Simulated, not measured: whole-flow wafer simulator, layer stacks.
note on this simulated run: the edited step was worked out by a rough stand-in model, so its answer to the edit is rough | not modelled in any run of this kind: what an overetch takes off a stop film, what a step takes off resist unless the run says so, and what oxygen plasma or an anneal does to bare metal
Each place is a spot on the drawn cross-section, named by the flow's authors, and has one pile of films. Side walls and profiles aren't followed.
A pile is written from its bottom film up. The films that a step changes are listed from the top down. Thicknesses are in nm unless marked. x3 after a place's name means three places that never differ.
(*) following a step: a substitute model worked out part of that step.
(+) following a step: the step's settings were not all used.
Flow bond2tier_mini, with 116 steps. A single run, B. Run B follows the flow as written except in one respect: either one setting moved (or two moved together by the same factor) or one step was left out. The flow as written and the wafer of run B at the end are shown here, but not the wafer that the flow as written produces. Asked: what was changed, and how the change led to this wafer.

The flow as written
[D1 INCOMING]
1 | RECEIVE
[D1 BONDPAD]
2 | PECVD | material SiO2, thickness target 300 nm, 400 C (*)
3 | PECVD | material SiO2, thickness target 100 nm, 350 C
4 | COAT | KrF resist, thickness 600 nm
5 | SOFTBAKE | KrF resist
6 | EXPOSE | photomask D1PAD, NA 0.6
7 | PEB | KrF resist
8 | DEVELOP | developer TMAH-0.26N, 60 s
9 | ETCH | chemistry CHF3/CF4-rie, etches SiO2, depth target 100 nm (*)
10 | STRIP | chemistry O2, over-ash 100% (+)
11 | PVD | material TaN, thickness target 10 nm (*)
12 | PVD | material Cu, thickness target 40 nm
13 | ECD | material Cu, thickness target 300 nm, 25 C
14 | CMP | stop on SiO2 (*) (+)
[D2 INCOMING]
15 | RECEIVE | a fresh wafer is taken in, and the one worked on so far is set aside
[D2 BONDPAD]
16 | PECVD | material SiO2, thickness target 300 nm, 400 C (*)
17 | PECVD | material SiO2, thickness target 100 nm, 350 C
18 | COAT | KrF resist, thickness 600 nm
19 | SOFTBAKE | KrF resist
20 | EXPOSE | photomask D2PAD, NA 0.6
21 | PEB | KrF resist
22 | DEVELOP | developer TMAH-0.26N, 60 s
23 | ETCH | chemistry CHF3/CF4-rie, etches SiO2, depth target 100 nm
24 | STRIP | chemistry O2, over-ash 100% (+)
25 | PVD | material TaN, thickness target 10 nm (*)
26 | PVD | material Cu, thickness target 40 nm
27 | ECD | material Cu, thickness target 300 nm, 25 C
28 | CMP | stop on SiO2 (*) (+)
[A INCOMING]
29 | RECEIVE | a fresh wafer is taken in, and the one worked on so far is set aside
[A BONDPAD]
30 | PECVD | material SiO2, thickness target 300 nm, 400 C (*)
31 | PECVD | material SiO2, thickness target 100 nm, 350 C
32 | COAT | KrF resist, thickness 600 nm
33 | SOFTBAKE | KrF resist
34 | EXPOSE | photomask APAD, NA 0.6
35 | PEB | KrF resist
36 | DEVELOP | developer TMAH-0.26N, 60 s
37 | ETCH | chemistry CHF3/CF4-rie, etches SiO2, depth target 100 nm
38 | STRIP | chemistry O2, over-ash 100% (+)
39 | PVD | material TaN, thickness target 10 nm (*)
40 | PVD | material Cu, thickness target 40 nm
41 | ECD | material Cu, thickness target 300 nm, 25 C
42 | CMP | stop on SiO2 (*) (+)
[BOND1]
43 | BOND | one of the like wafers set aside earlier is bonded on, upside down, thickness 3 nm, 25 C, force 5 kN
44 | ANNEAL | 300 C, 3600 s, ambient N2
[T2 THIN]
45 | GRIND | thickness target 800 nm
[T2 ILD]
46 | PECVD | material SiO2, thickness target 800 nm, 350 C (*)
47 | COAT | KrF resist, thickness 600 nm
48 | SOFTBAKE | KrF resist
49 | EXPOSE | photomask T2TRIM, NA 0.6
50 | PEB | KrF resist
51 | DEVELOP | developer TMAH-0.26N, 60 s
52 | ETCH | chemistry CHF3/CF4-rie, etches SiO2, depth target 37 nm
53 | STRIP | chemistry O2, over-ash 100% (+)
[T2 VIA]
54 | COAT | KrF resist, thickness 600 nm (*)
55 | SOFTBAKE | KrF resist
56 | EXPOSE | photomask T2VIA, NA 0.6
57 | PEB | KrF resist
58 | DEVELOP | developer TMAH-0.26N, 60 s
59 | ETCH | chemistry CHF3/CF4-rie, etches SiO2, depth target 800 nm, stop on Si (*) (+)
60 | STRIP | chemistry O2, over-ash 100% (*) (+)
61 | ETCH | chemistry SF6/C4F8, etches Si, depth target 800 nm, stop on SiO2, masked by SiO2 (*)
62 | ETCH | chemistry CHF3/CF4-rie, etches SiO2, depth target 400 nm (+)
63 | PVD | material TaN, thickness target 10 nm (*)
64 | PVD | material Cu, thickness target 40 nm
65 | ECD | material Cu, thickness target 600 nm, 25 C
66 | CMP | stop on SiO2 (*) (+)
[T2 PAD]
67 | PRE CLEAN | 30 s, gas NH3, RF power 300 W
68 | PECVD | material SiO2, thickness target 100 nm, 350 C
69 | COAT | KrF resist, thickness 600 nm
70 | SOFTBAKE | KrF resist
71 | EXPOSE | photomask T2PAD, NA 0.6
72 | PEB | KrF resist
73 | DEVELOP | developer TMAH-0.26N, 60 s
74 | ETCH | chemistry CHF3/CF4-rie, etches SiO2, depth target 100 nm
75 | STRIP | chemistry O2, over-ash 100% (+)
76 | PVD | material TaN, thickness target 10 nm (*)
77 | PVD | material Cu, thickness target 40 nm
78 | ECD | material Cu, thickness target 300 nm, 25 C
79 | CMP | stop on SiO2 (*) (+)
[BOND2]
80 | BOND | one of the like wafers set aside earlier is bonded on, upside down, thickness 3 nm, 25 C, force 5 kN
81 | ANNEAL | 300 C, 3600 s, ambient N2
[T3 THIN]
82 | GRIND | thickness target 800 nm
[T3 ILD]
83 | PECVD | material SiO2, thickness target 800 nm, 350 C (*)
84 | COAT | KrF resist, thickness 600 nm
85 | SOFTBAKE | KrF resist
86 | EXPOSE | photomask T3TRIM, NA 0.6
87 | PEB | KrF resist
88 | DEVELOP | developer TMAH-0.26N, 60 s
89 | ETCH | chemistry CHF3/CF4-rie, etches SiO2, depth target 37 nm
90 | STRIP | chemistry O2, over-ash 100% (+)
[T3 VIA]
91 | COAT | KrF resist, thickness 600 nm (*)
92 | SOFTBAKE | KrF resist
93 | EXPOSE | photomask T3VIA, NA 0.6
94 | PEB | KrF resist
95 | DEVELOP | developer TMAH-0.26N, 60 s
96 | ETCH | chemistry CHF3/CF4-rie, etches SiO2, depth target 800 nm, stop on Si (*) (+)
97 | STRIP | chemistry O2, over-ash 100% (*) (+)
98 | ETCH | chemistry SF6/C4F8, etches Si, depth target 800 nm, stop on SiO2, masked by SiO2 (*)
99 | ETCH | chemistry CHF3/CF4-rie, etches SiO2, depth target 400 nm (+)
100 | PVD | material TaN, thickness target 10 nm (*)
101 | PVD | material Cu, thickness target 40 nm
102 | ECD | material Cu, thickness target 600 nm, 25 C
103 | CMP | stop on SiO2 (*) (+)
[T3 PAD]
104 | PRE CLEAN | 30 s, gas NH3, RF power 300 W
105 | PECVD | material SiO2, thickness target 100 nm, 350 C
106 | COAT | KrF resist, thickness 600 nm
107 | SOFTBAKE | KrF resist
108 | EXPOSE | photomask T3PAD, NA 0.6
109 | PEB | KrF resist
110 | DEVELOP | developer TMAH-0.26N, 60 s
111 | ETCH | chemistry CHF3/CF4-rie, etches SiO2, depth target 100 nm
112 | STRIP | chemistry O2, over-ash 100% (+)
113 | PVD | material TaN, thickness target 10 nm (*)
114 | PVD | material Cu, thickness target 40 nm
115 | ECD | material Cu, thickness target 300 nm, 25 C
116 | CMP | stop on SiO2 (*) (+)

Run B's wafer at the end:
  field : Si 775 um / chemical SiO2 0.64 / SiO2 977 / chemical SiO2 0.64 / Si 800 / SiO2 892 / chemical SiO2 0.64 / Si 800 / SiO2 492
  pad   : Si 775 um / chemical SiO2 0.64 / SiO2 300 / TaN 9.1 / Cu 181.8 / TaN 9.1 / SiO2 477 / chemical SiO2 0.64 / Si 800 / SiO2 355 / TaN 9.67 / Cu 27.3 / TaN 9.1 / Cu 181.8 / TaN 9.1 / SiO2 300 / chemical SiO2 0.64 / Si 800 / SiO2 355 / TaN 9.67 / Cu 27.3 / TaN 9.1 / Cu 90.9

What caused this: step 2, PECVD: thickness target 477 nm was run, whereas the flow has thickness target 300 nm.
One can read it off the wafer: pad has SiO2 477, and step 2 as written asks for 300 nm.

Step by step, how the change led to this:
  2 | PECVD | material SiO2, thickness target 300 nm, 400 C (*)
      field, pad, via: +477 SiO2 (new film) (in the flow as written it would be: +300 SiO2 (new film))
  43 | BOND | one of the like wafers set aside earlier is bonded on, upside down, thickness 3 nm, 25 C, force 5 kN
      field: +775 um Si (new film), +0.64 chemical SiO2 (new film), +577 SiO2 (in the flow as written it would be: +775 um Si (new film), +0.64 chemical SiO2 (new film), +400 SiO2)
      pad: +775 um Si (new film), +0.64 chemical SiO2 (new film), +477 SiO2 (new film), +9.1 TaN (new film), +90.9 Cu (in the flow as written it would be: +775 um Si (new film), +0.64 chemical SiO2 (new film), +300 SiO2 (new film), +9.1 TaN (new film), +90.9 Cu)
      (and at 1 other place as well)
